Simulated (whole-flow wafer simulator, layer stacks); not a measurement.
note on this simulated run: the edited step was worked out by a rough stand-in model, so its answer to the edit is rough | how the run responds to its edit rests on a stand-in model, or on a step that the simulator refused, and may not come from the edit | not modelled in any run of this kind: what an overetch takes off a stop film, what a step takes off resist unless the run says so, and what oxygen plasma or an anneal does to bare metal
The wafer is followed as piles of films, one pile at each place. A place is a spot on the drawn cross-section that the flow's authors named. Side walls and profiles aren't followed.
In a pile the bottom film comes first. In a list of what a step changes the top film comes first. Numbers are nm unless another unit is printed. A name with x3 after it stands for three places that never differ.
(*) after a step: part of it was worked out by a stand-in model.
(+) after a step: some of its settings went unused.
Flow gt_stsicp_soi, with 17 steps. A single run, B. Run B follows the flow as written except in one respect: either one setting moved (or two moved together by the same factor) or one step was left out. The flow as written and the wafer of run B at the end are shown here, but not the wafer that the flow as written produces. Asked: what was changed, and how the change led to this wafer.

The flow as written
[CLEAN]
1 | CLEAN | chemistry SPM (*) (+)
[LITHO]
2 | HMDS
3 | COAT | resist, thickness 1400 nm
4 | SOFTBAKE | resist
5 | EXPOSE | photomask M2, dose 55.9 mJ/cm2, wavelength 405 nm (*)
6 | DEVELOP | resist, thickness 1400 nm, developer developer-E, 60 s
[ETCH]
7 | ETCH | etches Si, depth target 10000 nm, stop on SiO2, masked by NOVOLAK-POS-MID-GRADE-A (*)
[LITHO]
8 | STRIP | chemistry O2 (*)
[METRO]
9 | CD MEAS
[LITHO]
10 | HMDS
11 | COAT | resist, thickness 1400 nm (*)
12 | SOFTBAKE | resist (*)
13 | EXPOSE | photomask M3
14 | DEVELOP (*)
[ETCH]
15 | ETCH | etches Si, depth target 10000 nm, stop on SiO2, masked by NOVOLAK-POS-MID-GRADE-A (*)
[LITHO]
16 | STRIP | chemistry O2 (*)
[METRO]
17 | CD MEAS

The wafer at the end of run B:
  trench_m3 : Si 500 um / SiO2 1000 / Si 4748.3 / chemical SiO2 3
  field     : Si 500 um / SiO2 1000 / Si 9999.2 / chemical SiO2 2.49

The reason: step 15, ETCH: depth target 5250 nm was run, while the flow as written has depth target 10000 nm.

Step by step, how the change led to this:
  15 | ETCH | etches Si, depth target 10000 nm, stop on SiO2, masked by NOVOLAK-POS-MID-GRADE-A (*)
      trench_m3: chemical SiO2 loses 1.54 (all of it), Si loses 5250 (in the flow as written it would be: chemical SiO2 loses 1.54 (all of it), Si loses 9999.6 (all of it))
      field, trench_m2: resist loses 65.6 (in the flow as written it would be: resist loses 125)
  16 | STRIP | chemistry O2 (*)
      trench_m3: chemical SiO2 gains 3 (new film), Si loses 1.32 (in the flow as written it would be: nothing)
      field: resist loses 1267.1 (all of it), chemical SiO2 gains 0.94, Si loses 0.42 (in the flow as written it would be: resist loses 1207.8 (all of it), chemical SiO2 gains 0.94, Si loses 0.41)
